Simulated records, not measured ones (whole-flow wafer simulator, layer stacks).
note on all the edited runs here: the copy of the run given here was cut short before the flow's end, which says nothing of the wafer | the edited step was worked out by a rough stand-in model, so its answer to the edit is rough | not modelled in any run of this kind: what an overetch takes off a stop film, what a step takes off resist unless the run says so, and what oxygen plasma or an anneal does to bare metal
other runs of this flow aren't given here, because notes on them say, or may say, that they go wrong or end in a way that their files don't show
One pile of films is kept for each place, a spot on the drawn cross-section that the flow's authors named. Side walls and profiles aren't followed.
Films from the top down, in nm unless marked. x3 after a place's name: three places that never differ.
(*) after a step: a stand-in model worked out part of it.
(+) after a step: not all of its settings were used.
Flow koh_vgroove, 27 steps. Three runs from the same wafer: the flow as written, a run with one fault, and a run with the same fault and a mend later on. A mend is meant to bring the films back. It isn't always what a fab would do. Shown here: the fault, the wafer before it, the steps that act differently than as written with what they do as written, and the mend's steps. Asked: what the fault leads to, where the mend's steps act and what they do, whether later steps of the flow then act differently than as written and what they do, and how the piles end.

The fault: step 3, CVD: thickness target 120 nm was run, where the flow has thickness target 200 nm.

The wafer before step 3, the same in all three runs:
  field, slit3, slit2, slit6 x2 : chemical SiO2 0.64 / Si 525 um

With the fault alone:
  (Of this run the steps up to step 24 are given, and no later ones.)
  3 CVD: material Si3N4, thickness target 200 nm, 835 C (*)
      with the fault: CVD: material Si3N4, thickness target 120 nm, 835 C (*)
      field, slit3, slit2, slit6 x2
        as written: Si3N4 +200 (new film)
        with the fault: Si3N4 +120 (new film)
  Later steps of the flow that act differently than as written:
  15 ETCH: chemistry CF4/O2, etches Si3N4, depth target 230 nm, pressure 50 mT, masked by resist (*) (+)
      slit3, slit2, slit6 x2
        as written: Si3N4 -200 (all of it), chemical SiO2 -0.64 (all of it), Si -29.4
        with the fault: Si3N4 -120 (all of it), chemical SiO2 -0.64 (all of it), Si -109.4
  After step 24 the piles differ from the flow's by more than 2% or 0.5 nm, whichever is larger, at field.
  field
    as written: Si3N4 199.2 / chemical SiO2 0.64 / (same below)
    with the fault: Si3N4 119.2 / chemical SiO2 0.64 / (same below)

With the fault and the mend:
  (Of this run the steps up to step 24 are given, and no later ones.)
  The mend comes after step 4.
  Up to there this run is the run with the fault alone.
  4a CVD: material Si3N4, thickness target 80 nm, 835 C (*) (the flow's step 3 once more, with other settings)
      field, slit3, slit2, slit6 x2
        Si3N4 +80
  No later step of the flow up to step 24 acts differently than as written at any place that is followed.
  After step 24 the piles are the same as the flow's at every place that both follow.
